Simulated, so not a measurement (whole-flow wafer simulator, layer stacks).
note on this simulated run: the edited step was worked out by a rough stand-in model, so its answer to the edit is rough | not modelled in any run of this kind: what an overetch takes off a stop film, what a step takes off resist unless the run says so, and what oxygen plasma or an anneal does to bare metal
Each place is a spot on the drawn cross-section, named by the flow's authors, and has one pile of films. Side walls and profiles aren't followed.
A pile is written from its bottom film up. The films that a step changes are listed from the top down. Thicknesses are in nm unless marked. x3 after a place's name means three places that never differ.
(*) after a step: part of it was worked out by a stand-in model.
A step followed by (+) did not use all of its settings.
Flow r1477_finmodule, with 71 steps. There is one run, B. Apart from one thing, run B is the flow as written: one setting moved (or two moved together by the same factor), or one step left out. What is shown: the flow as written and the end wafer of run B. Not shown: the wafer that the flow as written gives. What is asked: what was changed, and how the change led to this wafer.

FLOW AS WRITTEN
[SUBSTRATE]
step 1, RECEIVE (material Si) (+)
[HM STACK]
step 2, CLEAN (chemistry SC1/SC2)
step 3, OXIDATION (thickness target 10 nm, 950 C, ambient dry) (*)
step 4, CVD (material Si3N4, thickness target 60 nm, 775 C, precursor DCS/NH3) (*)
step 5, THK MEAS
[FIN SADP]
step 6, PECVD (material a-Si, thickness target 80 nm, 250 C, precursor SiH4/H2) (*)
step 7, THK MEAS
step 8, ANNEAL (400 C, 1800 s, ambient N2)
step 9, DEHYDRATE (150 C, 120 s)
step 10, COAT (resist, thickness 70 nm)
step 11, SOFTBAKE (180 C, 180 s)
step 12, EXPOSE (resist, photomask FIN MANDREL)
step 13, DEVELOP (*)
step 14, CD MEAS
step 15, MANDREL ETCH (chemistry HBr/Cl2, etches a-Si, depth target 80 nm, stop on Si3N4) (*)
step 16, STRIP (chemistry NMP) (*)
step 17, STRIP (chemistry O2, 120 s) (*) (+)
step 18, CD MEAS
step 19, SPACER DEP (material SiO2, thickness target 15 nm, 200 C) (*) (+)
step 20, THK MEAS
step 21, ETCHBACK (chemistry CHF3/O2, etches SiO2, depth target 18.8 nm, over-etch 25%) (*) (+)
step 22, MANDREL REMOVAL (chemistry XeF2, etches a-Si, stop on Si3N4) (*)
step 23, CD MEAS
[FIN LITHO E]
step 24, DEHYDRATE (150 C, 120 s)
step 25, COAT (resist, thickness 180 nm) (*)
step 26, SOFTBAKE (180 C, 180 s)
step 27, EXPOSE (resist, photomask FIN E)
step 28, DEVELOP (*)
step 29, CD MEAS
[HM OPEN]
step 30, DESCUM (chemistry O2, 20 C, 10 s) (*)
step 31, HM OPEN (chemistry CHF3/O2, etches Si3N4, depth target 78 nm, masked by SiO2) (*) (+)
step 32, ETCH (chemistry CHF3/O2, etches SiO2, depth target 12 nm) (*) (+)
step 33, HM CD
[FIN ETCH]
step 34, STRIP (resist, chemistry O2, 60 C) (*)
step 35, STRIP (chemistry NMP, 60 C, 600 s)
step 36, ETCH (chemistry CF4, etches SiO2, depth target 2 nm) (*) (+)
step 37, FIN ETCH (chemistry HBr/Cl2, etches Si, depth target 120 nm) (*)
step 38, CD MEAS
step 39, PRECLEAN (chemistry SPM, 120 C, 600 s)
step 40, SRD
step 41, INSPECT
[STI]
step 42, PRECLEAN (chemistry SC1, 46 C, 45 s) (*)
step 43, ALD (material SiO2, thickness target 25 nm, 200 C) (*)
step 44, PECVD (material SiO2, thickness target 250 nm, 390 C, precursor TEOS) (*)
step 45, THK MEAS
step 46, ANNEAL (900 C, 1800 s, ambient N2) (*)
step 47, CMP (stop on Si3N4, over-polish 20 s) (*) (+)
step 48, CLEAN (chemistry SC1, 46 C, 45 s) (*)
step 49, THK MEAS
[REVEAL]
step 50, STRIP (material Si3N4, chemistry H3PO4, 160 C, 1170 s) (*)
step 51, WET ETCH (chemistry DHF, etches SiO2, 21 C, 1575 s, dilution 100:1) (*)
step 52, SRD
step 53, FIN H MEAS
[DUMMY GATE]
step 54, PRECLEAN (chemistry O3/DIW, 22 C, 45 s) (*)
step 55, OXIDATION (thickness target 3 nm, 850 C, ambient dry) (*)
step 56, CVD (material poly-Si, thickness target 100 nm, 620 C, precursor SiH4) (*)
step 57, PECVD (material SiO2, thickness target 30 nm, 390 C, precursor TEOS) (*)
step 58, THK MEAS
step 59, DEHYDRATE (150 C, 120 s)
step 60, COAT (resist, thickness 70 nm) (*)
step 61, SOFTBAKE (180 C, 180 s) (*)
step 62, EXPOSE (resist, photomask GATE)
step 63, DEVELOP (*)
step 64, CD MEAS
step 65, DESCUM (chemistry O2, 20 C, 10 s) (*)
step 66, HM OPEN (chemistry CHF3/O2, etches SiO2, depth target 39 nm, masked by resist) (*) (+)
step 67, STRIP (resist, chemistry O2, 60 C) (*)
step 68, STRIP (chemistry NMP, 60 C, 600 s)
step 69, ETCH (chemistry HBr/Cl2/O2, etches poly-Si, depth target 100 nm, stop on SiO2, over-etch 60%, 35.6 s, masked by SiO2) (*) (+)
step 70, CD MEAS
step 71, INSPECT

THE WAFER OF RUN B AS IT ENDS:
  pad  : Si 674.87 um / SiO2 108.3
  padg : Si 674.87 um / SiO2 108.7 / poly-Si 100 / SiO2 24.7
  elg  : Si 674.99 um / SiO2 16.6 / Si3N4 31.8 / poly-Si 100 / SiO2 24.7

What caused this: step 3, OXIDATION: 998 C was run, while the flow as written has 950 C.

How this came from the change, step by step:
  step 3, OXIDATION (thickness target 10 nm, 950 C, ambient dry) (*)
      pad, padg, elg and 33 more: SiO2 gains 16.6 (new film), chemical SiO2 loses 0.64 (all of it), Si loses 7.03 (as written it would have been: SiO2 gains 10 (new film), chemical SiO2 loses 0.64 (all of it), Si loses 4.12)
  step 31, HM OPEN (chemistry CHF3/O2, etches Si3N4, depth target 78 nm, masked by SiO2) (*) (+)
      pad, padg, esg and 13 more: Si3N4 loses 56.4 (all of it), SiO2 loses 10.8 (as written it would have been: Si3N4 loses 56.4 (all of it), SiO2 loses 10 (all of it))
  step 32, ETCH (chemistry CHF3/O2, etches SiO2, depth target 12 nm) (*) (+)
      pad, padg, e40sg and 11 more: SiO2 loses 5.81 (all of it), Si loses 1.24 (as written it would have been: Si loses 2.4)
      esg, eso: SiO2 loses 5.81 (all of it), Si loses 1.24 (as written it would have been: Si loses 1.77)
      (and at 6 other places as well)
  step 43, ALD (material SiO2, thickness target 25 nm, 200 C) (*)
      s40cg, s45cg, s50cg, s40co, s45co, s50co: SiO2 gains 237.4 (new film) (as written it would have been: SiO2 gains 232.1 (new film))
      esg: SiO2 gains 200.3 (new film) (as written it would have been: SiO2 gains 194.3 (new film))
  step 47, CMP (stop on Si3N4, over-polish 20 s) (*) (+)
      pad, padg, e40sg and 11 more: SiO2 loses 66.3 (as written it would have been: SiO2 loses 71.8)
      eso: SiO2 loses 66.3 (as written it would have been: SiO2 loses 72.4)
  step 51, WET ETCH (chemistry DHF, etches SiO2, 21 C, 1575 s, dilution 100:1) (*)
      s40sg_line, s45sg_line, s50sg_line, s40so_line, s45so_line, s50so_line: SiO2 loses 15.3 (all of it) (as written it would have been: SiO2 loses 8.63 (all of it))
  step 56, CVD (material poly-Si, thickness target 100 nm, 620 C, precursor SiH4) (*)
      s40cg, s40co: poly-Si gains 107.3 (new film) (as written it would have been: poly-Si gains 113.9 (new film))
      s45cg, s45co: poly-Si gains 106.8 (new film) (as written it would have been: poly-Si gains 113.4 (new film))
      (and at 2 other places as well)
  step 60, COAT (resist, thickness 70 nm) (*)
      s40sg, s40so: resist gains 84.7 (new film) (as written it would have been: resist gains 91 (new film))
      s45sg, s45so: resist gains 84.6 (new film) (as written it would have been: resist gains 91 (new film))
      (and at 2 other places as well)
  step 63, DEVELOP (*)
      s40so: resist loses 84.7 (all of it) (as written it would have been: resist loses 91 (all of it))
      s45so: resist loses 84.6 (all of it) (as written it would have been: resist loses 91 (all of it))
      (and at 1 other place as well)
  step 67, STRIP (resist, chemistry O2, 60 C) (*)
      s40sg: resist loses 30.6 (all of it) (as written it would have been: resist loses 36.9 (all of it))
      s45sg: resist loses 30.5 (all of it) (as written it would have been: resist loses 36.9 (all of it))
      (and at 1 other place as well)
  step 69, ETCH (chemistry HBr/Cl2/O2, etches poly-Si, depth target 100 nm, stop on SiO2, over-etch 60%, 35.6 s, masked by SiO2) (*) (+)
      s40co: chemical SiO2 loses 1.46 (all of it), poly-Si loses 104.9 (all of it), SiO2 loses 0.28 (as written it would have been: chemical SiO2 loses 1.46 (all of it), poly-Si loses 111.5 (all of it), SiO2 loses 0.24)
      s45co: chemical SiO2 loses 1.46 (all of it), poly-Si loses 104.3 (all of it), SiO2 loses 0.28 (as written it would have been: chemical SiO2 loses 1.46 (all of it), poly-Si loses 110.9 (all of it), SiO2 loses 0.25)
      (and at 1 other place as well)
